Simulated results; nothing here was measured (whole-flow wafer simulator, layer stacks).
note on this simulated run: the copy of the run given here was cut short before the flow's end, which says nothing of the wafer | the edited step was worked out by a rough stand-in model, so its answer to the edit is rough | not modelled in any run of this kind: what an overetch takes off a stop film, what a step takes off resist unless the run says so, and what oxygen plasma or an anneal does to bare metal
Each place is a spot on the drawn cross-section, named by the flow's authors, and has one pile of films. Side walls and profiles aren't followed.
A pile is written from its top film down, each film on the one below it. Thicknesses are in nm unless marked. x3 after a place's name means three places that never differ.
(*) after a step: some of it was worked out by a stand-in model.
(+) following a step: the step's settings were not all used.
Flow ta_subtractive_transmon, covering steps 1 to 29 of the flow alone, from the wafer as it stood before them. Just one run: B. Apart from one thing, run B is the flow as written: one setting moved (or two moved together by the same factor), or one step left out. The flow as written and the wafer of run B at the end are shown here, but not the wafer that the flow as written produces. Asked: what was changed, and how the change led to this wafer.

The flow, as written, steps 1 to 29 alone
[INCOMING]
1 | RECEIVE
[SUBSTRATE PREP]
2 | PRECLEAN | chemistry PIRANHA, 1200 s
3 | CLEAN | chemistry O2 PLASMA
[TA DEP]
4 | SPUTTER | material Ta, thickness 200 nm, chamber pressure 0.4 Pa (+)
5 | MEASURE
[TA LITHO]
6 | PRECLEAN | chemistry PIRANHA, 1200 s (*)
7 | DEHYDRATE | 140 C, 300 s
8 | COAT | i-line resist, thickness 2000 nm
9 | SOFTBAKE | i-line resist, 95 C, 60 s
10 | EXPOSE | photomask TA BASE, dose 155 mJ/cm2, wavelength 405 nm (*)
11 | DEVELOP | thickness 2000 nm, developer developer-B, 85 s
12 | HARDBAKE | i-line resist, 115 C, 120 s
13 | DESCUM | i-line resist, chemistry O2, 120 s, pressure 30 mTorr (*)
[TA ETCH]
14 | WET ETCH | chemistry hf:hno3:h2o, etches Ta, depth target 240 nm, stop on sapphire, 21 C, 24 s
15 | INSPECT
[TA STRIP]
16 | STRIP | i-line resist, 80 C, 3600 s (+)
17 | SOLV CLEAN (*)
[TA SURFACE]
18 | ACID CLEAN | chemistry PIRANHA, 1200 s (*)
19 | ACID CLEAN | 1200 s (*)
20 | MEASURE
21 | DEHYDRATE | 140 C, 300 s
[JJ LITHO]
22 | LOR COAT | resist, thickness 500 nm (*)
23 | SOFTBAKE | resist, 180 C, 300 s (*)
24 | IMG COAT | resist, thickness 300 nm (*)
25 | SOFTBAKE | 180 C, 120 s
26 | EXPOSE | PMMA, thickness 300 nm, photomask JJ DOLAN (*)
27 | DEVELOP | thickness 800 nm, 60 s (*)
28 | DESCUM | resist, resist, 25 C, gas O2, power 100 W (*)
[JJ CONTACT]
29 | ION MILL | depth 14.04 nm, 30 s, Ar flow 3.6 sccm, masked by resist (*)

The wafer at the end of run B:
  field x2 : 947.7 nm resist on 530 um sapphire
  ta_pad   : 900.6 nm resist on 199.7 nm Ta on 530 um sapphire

Cause: step 24, IMG COAT: thickness 480 nm was run, though the flow has thickness 300 nm.

How this came from the change, step by step:
  24 | IMG COAT | resist, thickness 300 nm (*)
      field x2, jj_line: +480 resist (in the flow as written it would be: +300 resist)
      lead: +498.2 resist (in the flow as written it would be: +312.6 resist)
      (also at 2 further places)
  27 | DEVELOP | thickness 800 nm, 60 s (*)
      jj_line: -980 resist (all of it) (in the flow as written it would be: -800 resist (all of it))
      lead: -1053 resist (all of it) (in the flow as written it would be: -867.4 resist (all of it))
      (also at 1 further place)
